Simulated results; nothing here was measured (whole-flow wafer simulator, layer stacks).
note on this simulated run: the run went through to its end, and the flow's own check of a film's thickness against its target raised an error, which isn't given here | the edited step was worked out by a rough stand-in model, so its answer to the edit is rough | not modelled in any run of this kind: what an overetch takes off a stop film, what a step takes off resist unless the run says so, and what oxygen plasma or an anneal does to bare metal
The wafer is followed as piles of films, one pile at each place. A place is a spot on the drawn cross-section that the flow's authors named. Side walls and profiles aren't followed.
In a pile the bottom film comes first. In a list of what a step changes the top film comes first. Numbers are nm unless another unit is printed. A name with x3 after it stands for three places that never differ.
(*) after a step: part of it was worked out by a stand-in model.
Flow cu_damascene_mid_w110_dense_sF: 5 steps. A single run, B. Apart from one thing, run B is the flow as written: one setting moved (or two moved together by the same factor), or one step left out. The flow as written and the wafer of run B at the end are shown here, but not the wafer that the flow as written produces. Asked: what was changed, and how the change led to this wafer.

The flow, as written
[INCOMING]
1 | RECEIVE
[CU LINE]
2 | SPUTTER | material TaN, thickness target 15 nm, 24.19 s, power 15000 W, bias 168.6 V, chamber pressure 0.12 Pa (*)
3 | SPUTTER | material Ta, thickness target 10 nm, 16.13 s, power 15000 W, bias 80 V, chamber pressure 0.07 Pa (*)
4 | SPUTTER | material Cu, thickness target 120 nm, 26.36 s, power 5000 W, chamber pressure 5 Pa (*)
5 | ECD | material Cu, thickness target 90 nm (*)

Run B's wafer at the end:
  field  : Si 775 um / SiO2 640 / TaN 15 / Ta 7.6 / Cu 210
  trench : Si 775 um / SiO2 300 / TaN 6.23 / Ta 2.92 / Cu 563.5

What caused this: step 3, SPUTTER: power 11400 W was run, though the flow has power 15000 W.

How this came from the change, step by step:
  3 | SPUTTER | material Ta, thickness target 10 nm, 16.13 s, power 15000 W, bias 80 V, chamber pressure 0.07 Pa (*)
      field: Ta gains 7.6 (new film) (it would be, as written: Ta gains 10 (new film))
      trench: Ta gains 2.92 (new film) (it would be, as written: Ta gains 4.05 (new film))
